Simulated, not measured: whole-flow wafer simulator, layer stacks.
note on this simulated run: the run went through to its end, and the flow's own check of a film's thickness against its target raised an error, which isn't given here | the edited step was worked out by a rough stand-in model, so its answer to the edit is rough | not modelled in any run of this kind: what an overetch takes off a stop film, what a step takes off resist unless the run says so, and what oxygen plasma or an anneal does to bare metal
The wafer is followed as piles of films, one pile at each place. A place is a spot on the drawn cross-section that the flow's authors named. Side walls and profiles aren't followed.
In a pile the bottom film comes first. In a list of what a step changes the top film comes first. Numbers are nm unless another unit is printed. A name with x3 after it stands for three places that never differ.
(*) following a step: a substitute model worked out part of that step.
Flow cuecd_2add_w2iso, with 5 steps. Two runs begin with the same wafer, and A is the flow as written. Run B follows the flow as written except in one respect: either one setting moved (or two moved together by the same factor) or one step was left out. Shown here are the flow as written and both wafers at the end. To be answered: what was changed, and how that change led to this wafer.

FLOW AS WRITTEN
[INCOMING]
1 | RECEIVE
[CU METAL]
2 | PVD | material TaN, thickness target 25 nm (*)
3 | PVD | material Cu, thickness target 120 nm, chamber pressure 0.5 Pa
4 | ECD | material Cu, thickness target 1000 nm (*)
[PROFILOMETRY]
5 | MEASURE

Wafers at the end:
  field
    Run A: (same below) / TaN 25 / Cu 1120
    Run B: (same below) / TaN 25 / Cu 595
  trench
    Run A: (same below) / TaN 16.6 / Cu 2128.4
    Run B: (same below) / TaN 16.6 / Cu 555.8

Cause: step 4, ECD: thickness target 475 nm was run, while the flow as written has thickness target 1000 nm.

Step by step, how the change led to this:
  4 | ECD | material Cu, thickness target 1000 nm (*)
      field: A +1000 Cu | B +475 Cu
      trench: A +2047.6 Cu | B +475 Cu
